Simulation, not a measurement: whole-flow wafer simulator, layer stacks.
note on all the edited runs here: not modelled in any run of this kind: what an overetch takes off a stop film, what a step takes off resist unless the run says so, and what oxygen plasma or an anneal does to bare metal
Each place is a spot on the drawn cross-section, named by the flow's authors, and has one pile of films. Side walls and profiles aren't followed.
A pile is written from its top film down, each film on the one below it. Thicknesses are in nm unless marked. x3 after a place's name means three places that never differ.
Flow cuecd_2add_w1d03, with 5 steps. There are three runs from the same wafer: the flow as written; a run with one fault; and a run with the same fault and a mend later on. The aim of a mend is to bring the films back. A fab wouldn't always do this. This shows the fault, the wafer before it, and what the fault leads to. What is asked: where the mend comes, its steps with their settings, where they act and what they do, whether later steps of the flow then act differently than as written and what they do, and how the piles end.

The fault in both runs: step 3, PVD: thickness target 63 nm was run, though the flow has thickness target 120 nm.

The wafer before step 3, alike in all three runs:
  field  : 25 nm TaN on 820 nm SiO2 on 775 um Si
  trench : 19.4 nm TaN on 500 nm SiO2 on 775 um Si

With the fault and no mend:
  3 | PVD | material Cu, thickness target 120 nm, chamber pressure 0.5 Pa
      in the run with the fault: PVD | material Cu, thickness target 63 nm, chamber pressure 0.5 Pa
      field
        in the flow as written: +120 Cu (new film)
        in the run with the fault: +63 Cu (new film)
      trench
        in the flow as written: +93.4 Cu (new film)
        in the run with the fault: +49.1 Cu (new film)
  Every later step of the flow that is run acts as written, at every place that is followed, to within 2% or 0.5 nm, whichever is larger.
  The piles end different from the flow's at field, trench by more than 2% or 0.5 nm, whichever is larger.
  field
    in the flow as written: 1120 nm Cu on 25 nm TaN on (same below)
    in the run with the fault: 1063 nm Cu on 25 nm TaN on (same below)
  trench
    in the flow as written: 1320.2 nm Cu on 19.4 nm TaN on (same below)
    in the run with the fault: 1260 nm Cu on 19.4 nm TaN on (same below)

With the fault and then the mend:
  After step 3 comes the mend.
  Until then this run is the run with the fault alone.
  3a | PVD | material Cu, thickness target 57 nm, chamber pressure 0.5 Pa (the flow's step 3 again, with other settings)
      field
        +57 Cu
      trench
        +43.2 Cu
  Every later step of the flow that is run acts as written, at every place that is followed, to within 2% or 0.5 nm, whichever is larger.
  When the end is reached, the piles differ only a little from the flow's at the places that both follow, at most by 2% or 0.5 nm, whichever is larger.
